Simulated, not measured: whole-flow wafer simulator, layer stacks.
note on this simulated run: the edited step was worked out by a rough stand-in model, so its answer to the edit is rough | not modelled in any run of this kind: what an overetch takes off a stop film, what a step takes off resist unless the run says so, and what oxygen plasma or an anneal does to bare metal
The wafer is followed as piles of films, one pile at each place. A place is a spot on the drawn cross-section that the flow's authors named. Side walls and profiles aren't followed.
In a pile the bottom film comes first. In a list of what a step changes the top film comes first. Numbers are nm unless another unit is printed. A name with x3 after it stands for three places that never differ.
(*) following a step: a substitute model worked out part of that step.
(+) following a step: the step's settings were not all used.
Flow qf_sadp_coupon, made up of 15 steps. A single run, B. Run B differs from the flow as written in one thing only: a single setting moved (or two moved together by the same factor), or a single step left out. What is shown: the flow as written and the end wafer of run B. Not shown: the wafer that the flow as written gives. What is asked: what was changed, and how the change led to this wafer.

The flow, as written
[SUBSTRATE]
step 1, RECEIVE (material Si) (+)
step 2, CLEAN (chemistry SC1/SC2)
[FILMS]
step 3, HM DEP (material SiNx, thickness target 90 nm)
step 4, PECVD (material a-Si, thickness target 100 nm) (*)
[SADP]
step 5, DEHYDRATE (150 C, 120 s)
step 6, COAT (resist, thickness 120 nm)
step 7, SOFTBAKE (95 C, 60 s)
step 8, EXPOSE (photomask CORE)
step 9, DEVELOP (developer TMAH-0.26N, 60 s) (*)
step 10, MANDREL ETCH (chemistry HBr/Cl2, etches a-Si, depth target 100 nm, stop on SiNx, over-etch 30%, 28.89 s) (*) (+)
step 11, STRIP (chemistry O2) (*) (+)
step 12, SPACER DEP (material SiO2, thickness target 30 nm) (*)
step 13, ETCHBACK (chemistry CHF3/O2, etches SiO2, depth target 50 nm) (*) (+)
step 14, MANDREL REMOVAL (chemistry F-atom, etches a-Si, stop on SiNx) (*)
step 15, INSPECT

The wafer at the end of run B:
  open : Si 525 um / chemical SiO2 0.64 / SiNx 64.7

What caused this: step 10, MANDREL ETCH: over-etch 43.5% was run, whereas the flow has over-etch 30%.

How this came from the change, step by step:
  step 10, MANDREL ETCH (chemistry HBr/Cl2, etches a-Si, depth target 100 nm, stop on SiNx, over-etch 30%, 28.89 s) (*) (+)
      m: resist loses 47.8 (as written it would have been: resist loses 43.3)
      open: a-Si loses 100 (all of it), SiNx loses 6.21 (as written it would have been: a-Si loses 100 (all of it), SiNx loses 4.29)
  step 11, STRIP (chemistry O2) (*) (+)
      m: chemical SiO2 gains 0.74 (new film), resist loses 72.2 (all of it), a-Si loses 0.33 (as written it would have been: chemical SiO2 gains 0.74 (new film), resist loses 76.7 (all of it), a-Si loses 0.32)
